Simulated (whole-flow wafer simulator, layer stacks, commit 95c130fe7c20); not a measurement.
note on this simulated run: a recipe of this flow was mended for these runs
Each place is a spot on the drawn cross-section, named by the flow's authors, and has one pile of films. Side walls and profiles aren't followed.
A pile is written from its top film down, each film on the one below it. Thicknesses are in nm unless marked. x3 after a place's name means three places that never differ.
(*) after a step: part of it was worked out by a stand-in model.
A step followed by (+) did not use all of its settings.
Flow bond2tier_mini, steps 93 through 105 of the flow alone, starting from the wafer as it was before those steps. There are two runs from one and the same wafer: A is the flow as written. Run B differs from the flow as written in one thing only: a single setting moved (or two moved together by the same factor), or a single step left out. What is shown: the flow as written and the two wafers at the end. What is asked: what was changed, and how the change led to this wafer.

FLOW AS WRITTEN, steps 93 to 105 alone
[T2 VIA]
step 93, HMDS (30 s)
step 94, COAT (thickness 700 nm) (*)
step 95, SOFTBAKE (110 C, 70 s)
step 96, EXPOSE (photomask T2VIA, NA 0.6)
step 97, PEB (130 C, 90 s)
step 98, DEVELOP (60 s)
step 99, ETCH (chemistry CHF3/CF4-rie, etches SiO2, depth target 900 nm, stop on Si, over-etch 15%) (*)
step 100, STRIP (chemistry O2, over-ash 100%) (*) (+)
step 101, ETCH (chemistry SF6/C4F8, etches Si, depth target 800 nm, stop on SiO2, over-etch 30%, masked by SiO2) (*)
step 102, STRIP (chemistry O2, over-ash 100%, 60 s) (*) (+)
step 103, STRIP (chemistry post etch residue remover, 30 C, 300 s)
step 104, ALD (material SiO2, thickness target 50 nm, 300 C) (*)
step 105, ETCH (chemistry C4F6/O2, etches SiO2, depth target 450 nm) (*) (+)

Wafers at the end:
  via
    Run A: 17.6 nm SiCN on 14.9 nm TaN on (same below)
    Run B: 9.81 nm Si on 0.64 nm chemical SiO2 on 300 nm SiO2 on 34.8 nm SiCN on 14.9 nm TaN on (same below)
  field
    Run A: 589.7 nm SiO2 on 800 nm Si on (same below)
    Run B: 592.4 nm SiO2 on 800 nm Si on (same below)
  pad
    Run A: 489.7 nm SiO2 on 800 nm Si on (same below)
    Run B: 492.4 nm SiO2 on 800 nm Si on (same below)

The reason: step 101, ETCH: depth target 583.8 nm was run, whereas the flow has depth target 800 nm.

How this came from the change, step by step:
  step 101, ETCH (chemistry SF6/C4F8, etches Si, depth target 800 nm, stop on SiO2, over-etch 30%, masked by SiO2) (*)
      via: A -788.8 Si (all of it), -0.64 chemical SiO2 (all of it), -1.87 SiO2 | B -758.9 Si
      field, pad: A -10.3 SiO2 | B -7.59 SiO2
  step 104, ALD (material SiO2, thickness target 50 nm, 300 C) (*)
      via: A +50 SiO2 | B +50 SiO2 (new film)
  step 105, ETCH (chemistry C4F6/O2, etches SiO2, depth target 450 nm) (*) (+)
      via: A -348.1 SiO2 (all of it), -17.2 SiCN | B -50 SiO2 (all of it), -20 Si
